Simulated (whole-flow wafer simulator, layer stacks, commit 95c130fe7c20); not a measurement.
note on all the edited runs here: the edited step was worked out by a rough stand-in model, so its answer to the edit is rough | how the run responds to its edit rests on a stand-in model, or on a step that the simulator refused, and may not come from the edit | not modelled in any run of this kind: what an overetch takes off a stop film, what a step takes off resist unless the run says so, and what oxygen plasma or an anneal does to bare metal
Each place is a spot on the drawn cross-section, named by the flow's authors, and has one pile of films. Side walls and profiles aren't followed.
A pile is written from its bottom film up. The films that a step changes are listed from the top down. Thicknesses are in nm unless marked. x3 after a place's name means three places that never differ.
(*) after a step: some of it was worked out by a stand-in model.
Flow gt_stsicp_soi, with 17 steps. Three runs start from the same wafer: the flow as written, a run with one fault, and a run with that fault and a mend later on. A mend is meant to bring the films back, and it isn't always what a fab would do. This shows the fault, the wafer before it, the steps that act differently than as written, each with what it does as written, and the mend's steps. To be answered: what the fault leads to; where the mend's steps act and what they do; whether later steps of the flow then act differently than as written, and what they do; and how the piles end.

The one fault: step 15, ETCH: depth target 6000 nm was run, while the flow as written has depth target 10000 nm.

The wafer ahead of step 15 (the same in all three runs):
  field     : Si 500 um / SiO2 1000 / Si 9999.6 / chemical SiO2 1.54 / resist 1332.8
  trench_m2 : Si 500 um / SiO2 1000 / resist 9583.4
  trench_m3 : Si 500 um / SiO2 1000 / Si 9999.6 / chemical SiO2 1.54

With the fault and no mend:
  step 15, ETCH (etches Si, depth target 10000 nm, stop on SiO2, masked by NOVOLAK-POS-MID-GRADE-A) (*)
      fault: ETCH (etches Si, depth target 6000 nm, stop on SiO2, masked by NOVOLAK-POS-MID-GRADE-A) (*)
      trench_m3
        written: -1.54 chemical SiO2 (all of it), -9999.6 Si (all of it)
        fault: -1.54 chemical SiO2 (all of it), -6000 Si
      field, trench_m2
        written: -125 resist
        fault: -75 resist
  Steps further on in the flow that do not act as written:
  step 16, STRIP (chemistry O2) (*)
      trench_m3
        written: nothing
        fault: +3 chemical SiO2 (new film), -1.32 Si
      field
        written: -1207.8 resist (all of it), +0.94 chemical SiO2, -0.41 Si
        fault: -1257.8 resist (all of it), +0.94 chemical SiO2, -0.42 Si
  At trench_m3, the piles at the end differ from the flow's by more than 2% or 0.5 nm, whichever is larger.
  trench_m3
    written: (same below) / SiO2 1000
    fault: (same below) / SiO2 1000 / Si 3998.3 / chemical SiO2 3

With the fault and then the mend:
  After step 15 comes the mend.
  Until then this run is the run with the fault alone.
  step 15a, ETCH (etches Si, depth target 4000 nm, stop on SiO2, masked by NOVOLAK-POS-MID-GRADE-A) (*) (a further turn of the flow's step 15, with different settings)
      field, trench_m2
        -50 resist
      trench_m3
        -3999.6 Si (all of it)
  Every later step of the flow that is run acts as written at every place that is followed.
  By the end, the piles equal the flow's at every place that both follow.
